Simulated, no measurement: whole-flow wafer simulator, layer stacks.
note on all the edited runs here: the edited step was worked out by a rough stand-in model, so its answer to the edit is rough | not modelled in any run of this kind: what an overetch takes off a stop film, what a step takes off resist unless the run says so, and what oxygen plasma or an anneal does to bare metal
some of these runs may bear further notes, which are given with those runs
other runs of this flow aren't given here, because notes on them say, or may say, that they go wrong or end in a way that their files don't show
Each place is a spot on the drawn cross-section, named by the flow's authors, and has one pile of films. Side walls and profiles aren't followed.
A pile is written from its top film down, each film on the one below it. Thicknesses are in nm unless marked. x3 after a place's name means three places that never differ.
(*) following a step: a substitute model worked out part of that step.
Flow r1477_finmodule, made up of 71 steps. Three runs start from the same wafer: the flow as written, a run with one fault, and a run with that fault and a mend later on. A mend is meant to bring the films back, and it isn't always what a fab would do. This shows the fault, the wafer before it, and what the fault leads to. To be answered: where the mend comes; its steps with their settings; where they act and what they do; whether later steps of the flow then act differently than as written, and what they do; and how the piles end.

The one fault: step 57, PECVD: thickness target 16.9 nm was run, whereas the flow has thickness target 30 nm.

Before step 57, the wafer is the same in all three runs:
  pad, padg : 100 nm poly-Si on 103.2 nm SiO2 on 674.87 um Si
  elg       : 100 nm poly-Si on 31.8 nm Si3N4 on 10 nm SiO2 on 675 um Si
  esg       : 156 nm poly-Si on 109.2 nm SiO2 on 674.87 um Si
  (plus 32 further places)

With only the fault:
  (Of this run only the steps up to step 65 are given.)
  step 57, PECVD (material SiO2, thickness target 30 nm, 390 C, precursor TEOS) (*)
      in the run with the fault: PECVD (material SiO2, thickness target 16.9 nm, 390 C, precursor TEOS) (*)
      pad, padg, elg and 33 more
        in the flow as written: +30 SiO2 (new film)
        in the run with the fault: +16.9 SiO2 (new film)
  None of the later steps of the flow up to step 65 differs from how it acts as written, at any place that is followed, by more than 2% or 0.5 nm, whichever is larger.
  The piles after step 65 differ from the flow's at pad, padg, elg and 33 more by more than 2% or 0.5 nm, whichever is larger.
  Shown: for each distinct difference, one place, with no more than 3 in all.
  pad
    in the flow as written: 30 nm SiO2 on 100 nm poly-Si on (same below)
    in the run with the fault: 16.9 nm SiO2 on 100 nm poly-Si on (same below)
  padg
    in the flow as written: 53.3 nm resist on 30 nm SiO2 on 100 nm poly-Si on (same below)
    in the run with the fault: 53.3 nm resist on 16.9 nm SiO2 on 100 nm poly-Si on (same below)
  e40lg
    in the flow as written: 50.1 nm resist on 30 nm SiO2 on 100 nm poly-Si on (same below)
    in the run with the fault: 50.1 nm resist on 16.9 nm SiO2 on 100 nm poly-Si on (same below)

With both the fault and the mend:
  The mend stands after step 58.
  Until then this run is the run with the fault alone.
  step 58a, PECVD (material SiO2, thickness target 13.1 nm, 390 C, precursor TEOS) (*) (a further turn of the flow's step 57, with different settings)
      pad, padg, elg and 33 more
        +13.1 SiO2
  None of the later steps of the flow acts differently than as written at any place that is followed.
  At every place that both follow, the piles at the end match the flow's.
